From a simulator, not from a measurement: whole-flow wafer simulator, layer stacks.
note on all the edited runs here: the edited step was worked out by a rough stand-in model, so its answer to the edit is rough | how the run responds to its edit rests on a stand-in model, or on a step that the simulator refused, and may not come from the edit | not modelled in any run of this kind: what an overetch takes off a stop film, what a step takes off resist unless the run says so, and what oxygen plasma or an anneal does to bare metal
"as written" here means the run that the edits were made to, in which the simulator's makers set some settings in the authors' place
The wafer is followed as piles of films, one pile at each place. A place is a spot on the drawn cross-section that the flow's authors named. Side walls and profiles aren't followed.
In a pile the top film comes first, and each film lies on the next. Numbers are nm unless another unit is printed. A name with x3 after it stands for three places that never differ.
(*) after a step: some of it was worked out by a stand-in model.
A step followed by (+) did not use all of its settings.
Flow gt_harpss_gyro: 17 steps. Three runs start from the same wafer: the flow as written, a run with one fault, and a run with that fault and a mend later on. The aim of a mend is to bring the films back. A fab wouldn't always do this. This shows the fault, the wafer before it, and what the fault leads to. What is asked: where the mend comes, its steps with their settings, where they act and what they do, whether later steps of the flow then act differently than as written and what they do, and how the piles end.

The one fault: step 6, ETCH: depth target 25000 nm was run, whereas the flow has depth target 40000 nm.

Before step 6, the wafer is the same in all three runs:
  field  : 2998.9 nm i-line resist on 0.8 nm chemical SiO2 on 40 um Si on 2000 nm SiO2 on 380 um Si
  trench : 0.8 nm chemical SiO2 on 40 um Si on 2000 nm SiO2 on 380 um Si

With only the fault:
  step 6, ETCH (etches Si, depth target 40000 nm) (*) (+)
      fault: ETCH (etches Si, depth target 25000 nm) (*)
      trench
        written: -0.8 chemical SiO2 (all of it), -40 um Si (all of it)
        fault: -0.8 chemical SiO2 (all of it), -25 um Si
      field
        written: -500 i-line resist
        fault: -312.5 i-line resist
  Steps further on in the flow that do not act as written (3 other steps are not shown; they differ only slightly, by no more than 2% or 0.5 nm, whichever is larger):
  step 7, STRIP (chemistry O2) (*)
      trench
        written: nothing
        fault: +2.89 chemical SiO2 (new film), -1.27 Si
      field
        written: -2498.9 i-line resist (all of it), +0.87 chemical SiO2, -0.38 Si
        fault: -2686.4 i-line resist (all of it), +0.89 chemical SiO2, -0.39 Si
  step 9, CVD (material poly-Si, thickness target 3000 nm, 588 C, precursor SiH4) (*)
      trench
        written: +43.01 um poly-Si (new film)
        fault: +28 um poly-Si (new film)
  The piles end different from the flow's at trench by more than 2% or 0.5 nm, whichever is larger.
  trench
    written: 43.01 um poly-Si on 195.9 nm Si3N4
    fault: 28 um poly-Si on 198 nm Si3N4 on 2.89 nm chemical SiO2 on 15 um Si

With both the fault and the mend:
  The mend stands after step 6.
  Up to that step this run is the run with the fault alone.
  step 6a, ETCH (etches Si, depth target 15000 nm) (*) (+) (the flow's step 6, run once more with other settings)
      field
        -187.5 i-line resist
      trench
        -15 um Si (all of it)
  Every later step of the flow that is run acts as written at every place that is followed.
  At every place that both follow, the piles at the end match the flow's.
